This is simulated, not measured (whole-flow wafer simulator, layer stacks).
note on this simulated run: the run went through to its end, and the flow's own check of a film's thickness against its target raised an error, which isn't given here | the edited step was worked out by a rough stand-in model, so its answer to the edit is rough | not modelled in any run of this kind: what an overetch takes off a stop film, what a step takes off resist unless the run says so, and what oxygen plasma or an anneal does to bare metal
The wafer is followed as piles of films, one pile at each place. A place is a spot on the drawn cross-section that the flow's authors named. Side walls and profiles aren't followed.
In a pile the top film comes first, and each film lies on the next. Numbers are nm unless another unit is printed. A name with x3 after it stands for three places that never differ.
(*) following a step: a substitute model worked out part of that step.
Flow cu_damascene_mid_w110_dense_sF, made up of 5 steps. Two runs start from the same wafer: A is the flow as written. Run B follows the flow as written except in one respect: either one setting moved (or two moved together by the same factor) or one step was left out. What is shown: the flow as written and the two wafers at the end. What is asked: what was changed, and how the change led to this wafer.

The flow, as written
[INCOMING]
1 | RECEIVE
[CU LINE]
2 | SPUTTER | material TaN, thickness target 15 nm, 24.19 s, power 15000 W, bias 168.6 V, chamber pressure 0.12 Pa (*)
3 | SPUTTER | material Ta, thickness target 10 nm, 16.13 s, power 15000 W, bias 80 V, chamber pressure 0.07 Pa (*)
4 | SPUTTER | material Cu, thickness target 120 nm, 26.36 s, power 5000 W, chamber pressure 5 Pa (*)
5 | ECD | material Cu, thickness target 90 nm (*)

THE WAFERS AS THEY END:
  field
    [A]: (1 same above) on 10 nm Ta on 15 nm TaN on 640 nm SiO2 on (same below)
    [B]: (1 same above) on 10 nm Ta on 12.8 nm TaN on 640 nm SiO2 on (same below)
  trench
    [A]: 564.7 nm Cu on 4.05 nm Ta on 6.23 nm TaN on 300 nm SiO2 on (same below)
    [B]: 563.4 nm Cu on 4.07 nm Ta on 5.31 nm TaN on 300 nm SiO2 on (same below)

The reason: step 2, SPUTTER: power 12780 W was run, whereas the flow has power 15000 W.

Step by step, how the change led to this:
  2 | SPUTTER | material TaN, thickness target 15 nm, 24.19 s, power 15000 W, bias 168.6 V, chamber pressure 0.12 Pa (*)
      field: A +15 TaN (new film) | B +12.8 TaN (new film)
      trench: A +6.23 TaN (new film) | B +5.31 TaN (new film)
